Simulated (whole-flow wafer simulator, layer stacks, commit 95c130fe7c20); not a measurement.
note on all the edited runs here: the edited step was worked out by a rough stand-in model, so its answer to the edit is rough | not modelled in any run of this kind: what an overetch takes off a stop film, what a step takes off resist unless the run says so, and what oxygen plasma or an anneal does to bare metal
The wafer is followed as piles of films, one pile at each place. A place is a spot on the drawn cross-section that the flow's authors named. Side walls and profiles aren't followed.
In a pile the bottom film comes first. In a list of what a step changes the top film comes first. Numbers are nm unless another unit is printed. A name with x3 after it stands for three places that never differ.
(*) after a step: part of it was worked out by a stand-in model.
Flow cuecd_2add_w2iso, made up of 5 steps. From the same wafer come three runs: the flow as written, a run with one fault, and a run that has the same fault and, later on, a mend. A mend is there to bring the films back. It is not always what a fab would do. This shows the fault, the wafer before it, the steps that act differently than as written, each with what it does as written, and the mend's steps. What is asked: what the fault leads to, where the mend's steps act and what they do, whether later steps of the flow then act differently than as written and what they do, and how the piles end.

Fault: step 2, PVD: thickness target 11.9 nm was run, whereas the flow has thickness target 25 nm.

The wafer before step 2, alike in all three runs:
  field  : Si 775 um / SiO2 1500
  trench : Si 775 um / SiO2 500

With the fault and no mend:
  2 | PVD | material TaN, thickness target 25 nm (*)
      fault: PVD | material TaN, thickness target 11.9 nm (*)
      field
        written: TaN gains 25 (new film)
        fault: TaN gains 11.9 (new film)
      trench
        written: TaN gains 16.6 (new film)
        fault: TaN gains 7.9 (new film)
  Later steps of the flow that are run all act as written at every place that is followed, up to a difference of at most 2% or 0.5 nm, whichever is larger.
  The piles end different from the flow's at field, trench by more than 2% or 0.5 nm, whichever is larger.
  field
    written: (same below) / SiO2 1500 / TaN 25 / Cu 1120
    fault: (same below) / SiO2 1500 / TaN 11.9 / Cu 1120
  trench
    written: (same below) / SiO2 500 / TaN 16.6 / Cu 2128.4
    fault: (same below) / SiO2 500 / TaN 7.9 / Cu 2124

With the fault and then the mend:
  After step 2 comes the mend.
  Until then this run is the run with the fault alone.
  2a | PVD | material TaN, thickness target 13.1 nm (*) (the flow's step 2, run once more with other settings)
      field
        TaN gains 13.1
      trench
        TaN gains 8.66
  Later steps of the flow that are run all act as written at every place that is followed.
  By the end, the piles equal the flow's at every place that both follow.
